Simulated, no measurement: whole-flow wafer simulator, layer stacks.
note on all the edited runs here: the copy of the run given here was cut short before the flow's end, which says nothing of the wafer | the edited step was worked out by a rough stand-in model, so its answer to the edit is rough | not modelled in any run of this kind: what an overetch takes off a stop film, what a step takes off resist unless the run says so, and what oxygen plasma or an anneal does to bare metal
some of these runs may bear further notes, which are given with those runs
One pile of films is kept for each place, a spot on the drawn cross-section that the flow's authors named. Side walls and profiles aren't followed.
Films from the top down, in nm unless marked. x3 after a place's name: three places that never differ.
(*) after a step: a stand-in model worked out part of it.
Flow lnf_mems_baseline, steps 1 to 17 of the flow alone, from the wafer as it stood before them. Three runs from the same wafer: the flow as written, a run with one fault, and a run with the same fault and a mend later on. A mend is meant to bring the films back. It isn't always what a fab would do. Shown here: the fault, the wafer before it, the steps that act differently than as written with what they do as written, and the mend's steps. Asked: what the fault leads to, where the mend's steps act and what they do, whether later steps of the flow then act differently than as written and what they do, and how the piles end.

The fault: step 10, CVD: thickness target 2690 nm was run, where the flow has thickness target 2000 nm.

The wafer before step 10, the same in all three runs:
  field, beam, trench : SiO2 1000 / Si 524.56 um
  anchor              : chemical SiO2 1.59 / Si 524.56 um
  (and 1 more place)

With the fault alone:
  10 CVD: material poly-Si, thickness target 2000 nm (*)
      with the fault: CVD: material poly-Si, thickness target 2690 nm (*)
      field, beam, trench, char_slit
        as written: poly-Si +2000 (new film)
        with the fault: poly-Si +2690 (new film)
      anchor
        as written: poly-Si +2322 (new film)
        with the fault: poly-Si +3232.1 (new film)
  Later steps of the flow that act differently than as written (1 more step differs only slightly, by at most 2% or 0.5 nm, whichever is larger, and isn't shown):
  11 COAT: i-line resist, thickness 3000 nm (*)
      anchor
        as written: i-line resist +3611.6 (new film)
        with the fault: i-line resist +3403.6 (new film)
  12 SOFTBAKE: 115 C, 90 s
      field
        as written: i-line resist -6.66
        with the fault: i-line resist -5.57
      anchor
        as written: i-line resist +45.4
        with the fault: i-line resist +36.8
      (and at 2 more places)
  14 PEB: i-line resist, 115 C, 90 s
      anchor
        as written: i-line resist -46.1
        with the fault: i-line resist -42.3
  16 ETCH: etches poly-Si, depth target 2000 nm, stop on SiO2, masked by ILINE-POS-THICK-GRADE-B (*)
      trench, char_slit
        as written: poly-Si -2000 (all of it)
        with the fault: poly-Si -2000
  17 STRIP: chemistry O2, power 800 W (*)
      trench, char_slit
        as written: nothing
        with the fault: chemical SiO2 +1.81 (new film), poly-Si -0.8
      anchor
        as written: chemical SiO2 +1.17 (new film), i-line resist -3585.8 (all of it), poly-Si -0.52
        with the fault: chemical SiO2 +1.16 (new film), i-line resist -3373.1 (all of it), poly-Si -0.51
  At the end the piles differ from the flow's by more than 2% or 0.5 nm, whichever is larger, at field, anchor, beam, trench, char_slit.
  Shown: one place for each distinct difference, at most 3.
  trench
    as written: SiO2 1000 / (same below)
    with the fault: chemical SiO2 1.81 / poly-Si 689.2 / SiO2 1000 / (same below)
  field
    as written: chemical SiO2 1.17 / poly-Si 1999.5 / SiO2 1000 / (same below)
    with the fault: chemical SiO2 1.16 / poly-Si 2689.5 / SiO2 1000 / (same below)
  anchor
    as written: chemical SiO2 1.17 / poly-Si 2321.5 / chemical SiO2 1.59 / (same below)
    with the fault: chemical SiO2 1.16 / poly-Si 3231.6 / chemical SiO2 1.59 / (same below)

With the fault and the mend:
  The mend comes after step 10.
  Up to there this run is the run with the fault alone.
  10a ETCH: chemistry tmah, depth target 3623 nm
      field, beam, trench, char_slit
        poly-Si -2690 (all of it)
      anchor
        poly-Si -3232.1 (all of it)
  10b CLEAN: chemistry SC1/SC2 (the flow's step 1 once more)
      changes no film at any place that is followed
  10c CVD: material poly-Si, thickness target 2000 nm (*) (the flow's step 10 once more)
      field, beam, trench, char_slit
        poly-Si +2000 (new film)
      anchor
        poly-Si +2322 (new film)
  No later step of the flow acts differently than as written at any place that is followed.
  At the end the piles are the same as the flow's at every place that both follow.
